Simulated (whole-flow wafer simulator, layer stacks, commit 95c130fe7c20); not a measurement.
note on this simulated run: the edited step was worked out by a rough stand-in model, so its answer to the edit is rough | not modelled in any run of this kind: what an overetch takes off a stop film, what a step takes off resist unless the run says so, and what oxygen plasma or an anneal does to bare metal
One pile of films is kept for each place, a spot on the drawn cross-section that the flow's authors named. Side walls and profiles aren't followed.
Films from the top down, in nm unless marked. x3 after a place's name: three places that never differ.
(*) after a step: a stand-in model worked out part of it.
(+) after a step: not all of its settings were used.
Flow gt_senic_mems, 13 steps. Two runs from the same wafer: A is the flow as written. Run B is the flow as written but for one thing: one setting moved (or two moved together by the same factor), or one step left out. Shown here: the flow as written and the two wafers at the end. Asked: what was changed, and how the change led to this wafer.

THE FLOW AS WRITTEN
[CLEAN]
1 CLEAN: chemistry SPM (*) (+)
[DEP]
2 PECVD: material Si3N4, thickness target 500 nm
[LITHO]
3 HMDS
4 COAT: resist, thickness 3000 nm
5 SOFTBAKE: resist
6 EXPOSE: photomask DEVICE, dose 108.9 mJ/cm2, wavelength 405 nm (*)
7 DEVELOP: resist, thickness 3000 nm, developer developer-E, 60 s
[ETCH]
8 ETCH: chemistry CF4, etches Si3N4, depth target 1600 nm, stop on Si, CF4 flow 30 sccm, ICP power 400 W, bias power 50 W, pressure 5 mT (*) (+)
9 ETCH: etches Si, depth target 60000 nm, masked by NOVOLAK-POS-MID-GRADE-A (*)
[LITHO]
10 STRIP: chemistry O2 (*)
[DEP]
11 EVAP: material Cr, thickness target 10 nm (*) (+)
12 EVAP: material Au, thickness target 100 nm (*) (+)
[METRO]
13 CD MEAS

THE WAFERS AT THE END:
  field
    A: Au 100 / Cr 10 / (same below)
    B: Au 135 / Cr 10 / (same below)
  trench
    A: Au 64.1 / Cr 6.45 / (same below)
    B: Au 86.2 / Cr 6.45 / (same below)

The cause: step 12, EVAP: thickness target 135 nm was run, where the flow has thickness target 100 nm.
It can be read off the wafer: field has Au 135, and step 12 as written asks for 100 nm.

How the change led to this, step by step:
  12 EVAP: material Au, thickness target 100 nm (*) (+)
      field: A Au +100 (new film) | B Au +135 (new film)
      trench: A Au +64.1 (new film) | B Au +86.2 (new film)
